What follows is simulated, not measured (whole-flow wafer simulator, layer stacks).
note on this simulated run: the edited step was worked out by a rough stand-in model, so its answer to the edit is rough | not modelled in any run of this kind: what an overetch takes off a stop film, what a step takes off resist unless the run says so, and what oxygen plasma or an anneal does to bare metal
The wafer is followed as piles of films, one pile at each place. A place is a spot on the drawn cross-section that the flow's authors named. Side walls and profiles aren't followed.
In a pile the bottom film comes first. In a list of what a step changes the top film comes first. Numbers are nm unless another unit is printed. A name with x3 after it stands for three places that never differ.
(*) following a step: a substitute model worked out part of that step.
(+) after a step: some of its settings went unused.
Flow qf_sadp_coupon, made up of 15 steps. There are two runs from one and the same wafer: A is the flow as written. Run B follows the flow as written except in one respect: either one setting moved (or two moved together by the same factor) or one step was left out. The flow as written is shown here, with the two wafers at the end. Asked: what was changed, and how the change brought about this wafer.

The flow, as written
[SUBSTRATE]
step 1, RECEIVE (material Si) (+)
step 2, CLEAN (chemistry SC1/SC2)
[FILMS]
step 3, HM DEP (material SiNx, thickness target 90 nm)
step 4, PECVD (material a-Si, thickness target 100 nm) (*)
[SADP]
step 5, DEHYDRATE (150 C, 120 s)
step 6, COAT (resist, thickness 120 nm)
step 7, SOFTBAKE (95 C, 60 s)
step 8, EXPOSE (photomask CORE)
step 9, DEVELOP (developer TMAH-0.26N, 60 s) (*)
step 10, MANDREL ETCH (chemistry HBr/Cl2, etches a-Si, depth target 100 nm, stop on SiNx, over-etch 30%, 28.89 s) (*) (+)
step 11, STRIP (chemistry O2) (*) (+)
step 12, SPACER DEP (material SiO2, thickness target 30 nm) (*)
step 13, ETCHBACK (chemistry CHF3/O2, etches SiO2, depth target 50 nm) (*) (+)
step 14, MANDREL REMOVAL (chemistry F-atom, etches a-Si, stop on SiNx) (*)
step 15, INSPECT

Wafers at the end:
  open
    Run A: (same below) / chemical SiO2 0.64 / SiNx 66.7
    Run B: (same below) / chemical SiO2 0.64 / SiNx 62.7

Cause: step 4, PECVD: thickness target 72.5 nm was run, though the flow has thickness target 100 nm.

How this came from the change, step by step:
  step 4, PECVD (material a-Si, thickness target 100 nm) (*)
      m, open: A +100 a-Si (new film) | B +72.5 a-Si (new film)
  step 10, MANDREL ETCH (chemistry HBr/Cl2, etches a-Si, depth target 100 nm, stop on SiNx, over-etch 30%, 28.89 s) (*) (+)
      open: A -100 a-Si (all of it), -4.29 SiNx | B -72.5 a-Si (all of it), -8.21 SiNx
  step 14, MANDREL REMOVAL (chemistry F-atom, etches a-Si, stop on SiNx) (*)
      m: A -95.8 a-Si (all of it) | B -68.3 a-Si (all of it)
